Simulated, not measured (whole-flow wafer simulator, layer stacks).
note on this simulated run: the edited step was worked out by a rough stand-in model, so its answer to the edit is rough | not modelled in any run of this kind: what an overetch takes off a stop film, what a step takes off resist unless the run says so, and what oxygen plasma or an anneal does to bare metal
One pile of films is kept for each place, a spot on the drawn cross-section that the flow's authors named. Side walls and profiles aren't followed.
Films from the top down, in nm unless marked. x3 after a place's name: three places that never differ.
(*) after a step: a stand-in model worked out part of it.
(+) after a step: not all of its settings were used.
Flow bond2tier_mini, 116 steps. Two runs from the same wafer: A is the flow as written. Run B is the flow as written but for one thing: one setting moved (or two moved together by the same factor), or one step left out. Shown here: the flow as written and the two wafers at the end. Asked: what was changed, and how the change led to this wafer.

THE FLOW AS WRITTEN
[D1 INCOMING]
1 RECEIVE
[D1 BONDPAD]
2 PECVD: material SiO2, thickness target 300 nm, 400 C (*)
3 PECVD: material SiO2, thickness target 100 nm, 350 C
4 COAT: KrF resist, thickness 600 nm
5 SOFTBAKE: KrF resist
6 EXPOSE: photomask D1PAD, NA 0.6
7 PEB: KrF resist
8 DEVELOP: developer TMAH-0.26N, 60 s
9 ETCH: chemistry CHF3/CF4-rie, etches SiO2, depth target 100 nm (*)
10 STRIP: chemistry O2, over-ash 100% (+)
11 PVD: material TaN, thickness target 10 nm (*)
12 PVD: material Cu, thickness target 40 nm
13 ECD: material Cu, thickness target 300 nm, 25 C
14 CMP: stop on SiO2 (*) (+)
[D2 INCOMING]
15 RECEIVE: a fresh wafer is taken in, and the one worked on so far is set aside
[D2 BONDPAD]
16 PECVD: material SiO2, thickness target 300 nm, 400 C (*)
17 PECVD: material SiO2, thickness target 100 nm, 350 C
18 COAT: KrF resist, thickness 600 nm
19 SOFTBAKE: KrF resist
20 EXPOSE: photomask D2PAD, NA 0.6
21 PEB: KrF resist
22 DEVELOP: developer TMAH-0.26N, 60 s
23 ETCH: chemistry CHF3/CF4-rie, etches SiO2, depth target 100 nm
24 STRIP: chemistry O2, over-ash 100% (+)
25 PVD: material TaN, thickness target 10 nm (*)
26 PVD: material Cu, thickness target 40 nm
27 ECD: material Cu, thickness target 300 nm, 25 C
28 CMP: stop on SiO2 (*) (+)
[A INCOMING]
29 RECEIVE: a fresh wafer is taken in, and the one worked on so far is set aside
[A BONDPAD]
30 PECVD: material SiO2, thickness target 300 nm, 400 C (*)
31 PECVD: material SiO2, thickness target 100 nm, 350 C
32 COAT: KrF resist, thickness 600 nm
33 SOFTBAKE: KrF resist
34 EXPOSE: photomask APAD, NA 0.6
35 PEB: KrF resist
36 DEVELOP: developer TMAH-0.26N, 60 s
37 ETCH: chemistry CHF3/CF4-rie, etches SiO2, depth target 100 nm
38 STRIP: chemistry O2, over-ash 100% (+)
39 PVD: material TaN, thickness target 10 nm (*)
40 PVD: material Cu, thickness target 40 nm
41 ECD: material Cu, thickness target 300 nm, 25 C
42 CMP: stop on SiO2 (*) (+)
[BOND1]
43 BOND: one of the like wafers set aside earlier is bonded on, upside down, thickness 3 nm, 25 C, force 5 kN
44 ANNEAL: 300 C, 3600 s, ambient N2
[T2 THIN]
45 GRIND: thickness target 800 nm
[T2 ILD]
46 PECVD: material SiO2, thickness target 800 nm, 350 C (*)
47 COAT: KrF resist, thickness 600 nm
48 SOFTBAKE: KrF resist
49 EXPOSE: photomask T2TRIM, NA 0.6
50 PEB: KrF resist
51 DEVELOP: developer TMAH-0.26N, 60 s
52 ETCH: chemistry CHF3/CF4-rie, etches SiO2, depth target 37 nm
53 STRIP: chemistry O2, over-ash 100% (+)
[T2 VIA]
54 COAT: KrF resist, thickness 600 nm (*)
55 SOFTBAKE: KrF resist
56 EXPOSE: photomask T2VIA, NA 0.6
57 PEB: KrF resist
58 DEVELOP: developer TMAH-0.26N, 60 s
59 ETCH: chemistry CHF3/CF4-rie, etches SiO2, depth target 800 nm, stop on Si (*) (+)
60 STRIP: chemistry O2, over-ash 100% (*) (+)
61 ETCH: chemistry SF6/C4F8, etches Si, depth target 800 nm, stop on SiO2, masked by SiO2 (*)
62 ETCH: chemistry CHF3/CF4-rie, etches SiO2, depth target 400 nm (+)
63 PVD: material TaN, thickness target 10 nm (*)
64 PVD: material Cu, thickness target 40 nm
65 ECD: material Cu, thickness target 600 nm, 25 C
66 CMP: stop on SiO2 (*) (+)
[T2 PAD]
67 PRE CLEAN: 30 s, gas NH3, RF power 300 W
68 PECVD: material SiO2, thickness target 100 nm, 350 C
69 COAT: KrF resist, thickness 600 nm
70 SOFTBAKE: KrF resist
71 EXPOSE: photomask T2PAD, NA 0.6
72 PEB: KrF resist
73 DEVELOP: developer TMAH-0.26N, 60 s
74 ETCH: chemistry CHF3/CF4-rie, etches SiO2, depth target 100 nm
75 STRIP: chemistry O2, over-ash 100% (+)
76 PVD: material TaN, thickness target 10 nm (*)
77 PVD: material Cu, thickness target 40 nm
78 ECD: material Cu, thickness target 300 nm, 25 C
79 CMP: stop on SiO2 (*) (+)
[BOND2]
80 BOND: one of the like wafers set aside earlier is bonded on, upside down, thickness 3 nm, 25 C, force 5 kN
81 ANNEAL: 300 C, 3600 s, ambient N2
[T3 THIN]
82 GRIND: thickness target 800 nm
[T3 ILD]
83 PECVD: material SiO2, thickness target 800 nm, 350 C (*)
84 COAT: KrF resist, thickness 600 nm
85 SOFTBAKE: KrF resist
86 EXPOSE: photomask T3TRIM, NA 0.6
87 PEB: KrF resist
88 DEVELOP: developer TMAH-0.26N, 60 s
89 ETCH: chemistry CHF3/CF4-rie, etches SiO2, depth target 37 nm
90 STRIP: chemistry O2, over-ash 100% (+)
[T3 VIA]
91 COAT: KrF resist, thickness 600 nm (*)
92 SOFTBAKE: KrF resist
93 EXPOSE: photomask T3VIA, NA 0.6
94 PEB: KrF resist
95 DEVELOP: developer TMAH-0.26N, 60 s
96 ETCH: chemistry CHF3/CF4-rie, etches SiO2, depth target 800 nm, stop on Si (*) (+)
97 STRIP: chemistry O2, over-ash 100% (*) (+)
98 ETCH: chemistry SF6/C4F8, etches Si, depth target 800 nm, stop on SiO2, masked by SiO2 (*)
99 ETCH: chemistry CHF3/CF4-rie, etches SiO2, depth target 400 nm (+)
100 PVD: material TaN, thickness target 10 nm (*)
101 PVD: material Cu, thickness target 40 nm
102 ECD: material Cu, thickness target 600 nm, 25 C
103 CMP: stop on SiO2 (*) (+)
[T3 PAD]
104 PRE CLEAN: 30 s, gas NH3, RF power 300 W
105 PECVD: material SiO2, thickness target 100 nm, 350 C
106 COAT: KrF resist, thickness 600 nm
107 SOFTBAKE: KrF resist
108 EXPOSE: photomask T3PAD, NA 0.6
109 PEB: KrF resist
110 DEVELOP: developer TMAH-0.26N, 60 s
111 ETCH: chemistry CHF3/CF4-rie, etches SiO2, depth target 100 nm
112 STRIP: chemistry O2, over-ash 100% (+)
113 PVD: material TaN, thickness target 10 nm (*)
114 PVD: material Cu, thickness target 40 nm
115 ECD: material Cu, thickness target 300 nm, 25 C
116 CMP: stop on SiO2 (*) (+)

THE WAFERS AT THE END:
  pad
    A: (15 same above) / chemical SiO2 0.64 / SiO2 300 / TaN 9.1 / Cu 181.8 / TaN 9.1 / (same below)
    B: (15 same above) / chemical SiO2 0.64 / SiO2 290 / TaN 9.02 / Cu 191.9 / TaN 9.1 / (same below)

The cause: step 9, ETCH: depth target 110 nm was run, where the flow has depth target 100 nm.

How the change led to this, step by step:
  9 ETCH: chemistry CHF3/CF4-rie, etches SiO2, depth target 100 nm (*)
      pad, via: A SiO2 -100 | B SiO2 -110
      field: A KrF resist -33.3 | B KrF resist -36.7
  13 ECD: material Cu, thickness target 300 nm, 25 C
      pad: A Cu +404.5 | B Cu +414.9
      via: A Cu +400.2 | B Cu +410.2
  43 BOND: one of the like wafers set aside earlier is bonded on, upside down, thickness 3 nm, 25 C, force 5 kN
      pad: A Si +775 um (new film), chemical SiO2 +0.64 (new film), SiO2 +300 (new film), TaN +9.1 (new film), Cu +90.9 | B Si +775 um (new film), chemical SiO2 +0.64 (new film), SiO2 +290 (new film), TaN +9.02 (new film), Cu +101
      via: A Si +775 um (new film), chemical SiO2 +0.64 (new film), SiO2 +300 (new film), TaN +9.97 (new film), Cu +90 | B Si +775 um (new film), chemical SiO2 +0.64 (new film), SiO2 +290 (new film), TaN +9.96 (new film), Cu +100
